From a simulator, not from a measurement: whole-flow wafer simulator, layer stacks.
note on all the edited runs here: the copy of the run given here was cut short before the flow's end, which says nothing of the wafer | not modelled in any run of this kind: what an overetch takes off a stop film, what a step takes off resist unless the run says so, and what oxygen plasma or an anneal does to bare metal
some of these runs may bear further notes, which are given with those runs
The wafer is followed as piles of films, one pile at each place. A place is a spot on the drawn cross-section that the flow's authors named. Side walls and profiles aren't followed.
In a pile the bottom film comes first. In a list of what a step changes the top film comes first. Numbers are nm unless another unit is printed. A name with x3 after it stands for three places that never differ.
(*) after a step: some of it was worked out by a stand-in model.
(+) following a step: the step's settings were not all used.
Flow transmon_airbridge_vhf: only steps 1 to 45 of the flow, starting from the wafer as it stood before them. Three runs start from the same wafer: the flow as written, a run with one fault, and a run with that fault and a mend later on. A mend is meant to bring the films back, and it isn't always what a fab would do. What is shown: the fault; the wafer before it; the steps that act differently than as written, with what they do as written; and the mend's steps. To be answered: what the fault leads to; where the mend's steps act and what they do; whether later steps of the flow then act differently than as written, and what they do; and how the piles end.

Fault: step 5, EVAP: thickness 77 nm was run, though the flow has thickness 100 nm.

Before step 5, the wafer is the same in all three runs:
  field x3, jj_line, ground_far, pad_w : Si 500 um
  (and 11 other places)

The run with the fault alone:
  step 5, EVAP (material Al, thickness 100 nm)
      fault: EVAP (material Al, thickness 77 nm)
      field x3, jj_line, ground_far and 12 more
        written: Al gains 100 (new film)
        fault: Al gains 77 (new film)
  Steps later in the flow that act otherwise than as written (19 other steps are not shown; they differ only slightly, by no more than 2% or 0.5 nm, whichever is larger):
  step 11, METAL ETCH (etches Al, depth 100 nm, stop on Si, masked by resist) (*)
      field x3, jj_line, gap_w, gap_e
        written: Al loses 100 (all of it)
        fault: Al loses 77 (all of it)
  By the end, the piles at ground_far, pad_w, flank_w and 8 more depart from the flow's by more than 2% or 0.5 nm, whichever is larger.
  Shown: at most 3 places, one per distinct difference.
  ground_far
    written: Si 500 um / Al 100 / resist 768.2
    fault: Si 500 um / Al 77 / resist 768.2
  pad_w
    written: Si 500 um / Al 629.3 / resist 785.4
    fault: Si 500 um / Al 606.3 / resist 786.1
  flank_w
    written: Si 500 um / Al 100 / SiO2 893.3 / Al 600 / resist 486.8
    fault: Si 500 um / Al 77 / SiO2 893.2 / Al 600 / resist 490.2

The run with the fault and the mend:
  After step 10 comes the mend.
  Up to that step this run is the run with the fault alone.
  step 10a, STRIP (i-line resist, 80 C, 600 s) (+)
      ground_far, pad_w, flank_w and 8 more
        i-line resist loses 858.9 (all of it)
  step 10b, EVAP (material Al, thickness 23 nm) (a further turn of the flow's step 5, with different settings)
      field x3, jj_line, ground_far and 12 more
        Al gains 23
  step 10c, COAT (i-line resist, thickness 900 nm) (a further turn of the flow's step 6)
      field x3, jj_line, ground_far and 12 more
        i-line resist gains 900 (new film)
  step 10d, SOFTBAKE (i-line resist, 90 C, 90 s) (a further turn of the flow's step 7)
      does not change any film at any place that is followed
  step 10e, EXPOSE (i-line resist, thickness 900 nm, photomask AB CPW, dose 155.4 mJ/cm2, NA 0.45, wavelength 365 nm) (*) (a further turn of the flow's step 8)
      does not change any film at any place that is followed
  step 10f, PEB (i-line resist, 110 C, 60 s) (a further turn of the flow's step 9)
      field x3, jj_line, ground_far and 12 more
        i-line resist loses 41
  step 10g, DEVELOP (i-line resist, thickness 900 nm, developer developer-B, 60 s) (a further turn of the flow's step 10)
      ground_far, pad_w, flank_w and 8 more
        i-line resist loses 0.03
      field x3, jj_line, gap_w, gap_e
        i-line resist loses 859 (all of it)
  None of the later steps of the flow acts differently than as written at any place that is followed.
  The piles end the same as the flow's at every place that both follow.
